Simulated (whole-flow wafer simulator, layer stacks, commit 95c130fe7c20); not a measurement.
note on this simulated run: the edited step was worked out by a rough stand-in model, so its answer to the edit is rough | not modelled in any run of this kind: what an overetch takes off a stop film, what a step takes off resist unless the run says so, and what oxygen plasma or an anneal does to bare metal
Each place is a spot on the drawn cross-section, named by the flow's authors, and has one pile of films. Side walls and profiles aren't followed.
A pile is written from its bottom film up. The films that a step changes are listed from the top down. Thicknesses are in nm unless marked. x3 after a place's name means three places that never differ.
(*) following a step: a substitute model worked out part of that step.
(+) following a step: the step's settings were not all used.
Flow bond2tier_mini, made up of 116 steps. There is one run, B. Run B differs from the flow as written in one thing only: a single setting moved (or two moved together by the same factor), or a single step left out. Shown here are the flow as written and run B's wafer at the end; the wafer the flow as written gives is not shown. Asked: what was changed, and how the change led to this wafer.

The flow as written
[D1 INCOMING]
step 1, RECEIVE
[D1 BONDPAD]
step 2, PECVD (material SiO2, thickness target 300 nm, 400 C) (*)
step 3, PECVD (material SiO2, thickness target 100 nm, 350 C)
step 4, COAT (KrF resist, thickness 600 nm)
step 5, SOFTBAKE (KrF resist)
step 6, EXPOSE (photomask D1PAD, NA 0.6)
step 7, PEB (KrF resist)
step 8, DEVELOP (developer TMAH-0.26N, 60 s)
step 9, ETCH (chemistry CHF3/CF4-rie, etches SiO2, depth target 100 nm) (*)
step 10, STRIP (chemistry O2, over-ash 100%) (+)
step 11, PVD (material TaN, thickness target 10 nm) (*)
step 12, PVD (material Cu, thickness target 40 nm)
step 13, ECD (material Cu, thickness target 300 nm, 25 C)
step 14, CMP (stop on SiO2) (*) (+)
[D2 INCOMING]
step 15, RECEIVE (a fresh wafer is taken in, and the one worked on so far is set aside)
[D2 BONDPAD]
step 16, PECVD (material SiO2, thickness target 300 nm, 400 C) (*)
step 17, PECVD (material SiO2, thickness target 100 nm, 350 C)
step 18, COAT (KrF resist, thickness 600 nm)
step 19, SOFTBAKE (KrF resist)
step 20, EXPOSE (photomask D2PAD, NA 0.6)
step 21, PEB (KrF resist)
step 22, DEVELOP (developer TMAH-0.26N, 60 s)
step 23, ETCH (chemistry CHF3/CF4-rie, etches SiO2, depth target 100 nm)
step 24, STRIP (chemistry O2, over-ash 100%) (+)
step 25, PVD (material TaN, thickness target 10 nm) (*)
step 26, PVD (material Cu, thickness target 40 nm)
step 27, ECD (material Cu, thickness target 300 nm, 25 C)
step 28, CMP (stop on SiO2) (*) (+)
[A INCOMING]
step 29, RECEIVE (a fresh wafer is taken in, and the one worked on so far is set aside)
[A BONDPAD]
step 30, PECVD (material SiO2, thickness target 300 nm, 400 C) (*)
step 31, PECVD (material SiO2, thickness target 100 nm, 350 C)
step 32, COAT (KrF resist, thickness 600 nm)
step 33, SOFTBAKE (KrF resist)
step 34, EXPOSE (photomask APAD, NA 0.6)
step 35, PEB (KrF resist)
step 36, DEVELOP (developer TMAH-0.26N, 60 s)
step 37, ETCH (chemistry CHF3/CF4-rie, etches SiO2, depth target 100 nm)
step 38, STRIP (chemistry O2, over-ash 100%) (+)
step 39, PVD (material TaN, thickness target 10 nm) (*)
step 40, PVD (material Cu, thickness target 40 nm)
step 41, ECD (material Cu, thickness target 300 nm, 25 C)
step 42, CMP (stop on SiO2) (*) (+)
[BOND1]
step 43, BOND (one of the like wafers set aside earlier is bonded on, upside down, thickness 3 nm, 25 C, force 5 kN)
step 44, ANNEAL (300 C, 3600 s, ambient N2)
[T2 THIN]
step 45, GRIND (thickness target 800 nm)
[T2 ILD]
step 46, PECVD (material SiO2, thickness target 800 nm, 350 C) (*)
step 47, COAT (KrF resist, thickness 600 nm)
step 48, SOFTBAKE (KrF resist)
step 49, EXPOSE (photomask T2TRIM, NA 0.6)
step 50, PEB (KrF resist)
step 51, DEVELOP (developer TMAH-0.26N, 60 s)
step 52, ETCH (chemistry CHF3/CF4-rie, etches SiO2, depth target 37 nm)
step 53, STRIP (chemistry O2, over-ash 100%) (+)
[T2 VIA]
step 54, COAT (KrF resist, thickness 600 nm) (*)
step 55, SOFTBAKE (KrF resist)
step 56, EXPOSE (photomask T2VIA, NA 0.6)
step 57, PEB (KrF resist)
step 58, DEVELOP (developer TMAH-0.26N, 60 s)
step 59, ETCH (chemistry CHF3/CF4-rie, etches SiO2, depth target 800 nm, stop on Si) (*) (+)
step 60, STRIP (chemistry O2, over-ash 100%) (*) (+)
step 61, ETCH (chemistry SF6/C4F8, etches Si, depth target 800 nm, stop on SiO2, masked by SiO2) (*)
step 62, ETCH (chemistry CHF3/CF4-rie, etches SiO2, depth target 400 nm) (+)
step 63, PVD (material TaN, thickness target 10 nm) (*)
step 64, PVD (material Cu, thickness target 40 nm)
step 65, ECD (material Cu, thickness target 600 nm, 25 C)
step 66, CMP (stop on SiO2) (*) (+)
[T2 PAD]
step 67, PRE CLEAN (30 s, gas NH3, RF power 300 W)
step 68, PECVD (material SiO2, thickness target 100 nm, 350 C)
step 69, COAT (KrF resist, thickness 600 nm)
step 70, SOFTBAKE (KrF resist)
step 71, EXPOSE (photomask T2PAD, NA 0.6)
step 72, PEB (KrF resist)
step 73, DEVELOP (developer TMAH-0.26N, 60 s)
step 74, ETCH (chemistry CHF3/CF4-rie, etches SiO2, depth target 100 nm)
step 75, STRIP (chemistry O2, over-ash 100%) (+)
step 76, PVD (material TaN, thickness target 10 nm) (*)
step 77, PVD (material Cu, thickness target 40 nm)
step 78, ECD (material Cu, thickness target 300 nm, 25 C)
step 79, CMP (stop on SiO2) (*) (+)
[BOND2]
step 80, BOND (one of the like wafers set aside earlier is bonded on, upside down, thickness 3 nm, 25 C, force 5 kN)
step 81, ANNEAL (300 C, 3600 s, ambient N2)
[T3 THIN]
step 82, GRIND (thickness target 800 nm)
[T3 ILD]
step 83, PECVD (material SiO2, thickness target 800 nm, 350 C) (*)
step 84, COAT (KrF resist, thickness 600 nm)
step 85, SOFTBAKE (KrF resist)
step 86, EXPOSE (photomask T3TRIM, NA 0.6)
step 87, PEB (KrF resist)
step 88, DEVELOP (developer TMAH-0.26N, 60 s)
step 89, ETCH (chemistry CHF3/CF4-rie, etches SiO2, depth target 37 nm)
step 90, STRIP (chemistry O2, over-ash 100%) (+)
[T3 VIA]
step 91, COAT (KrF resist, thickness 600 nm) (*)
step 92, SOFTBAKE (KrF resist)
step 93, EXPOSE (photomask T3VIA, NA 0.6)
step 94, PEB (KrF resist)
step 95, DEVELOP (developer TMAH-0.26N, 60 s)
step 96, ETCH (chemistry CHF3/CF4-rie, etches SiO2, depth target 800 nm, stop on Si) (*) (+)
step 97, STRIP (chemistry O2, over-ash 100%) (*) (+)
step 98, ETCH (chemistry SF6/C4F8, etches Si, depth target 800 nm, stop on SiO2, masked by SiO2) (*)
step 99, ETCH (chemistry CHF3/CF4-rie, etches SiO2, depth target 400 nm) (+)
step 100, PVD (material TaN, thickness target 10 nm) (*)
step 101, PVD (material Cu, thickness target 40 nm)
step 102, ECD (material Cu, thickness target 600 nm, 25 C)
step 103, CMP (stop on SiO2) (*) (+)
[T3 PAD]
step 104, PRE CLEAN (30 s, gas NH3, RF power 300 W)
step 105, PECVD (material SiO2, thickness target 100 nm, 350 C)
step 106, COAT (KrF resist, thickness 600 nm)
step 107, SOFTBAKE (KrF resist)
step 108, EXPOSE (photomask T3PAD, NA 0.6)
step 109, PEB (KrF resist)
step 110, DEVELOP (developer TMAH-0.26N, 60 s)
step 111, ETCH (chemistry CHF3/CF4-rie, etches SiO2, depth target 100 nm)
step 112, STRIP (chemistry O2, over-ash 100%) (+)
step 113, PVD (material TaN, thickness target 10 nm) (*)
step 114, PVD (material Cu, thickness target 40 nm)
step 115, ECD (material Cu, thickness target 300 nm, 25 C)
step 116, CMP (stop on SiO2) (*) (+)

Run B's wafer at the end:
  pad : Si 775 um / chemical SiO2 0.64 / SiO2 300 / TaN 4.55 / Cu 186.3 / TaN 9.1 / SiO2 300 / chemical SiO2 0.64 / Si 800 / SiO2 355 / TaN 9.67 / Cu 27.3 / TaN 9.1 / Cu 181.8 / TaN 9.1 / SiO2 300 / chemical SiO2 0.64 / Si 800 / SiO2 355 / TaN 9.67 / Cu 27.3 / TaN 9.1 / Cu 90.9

What caused this: step 39, PVD: thickness target 5 nm was run, whereas the flow has thickness target 10 nm.

The path from the change to this, step by step:
  step 39, PVD (material TaN, thickness target 10 nm) (*)
      field: +5 TaN (new film) (as written it would have been: +10 TaN (new film))
      pad: +4.55 TaN (new film) (as written it would have been: +9.1 TaN (new film))
      (as well as at 1 more place)
  step 42, CMP (stop on SiO2) (*) (+)
      field: -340 Cu (all of it), -5 TaN (all of it) (as written it would have been: -340 Cu (all of it), -10 TaN (all of it))
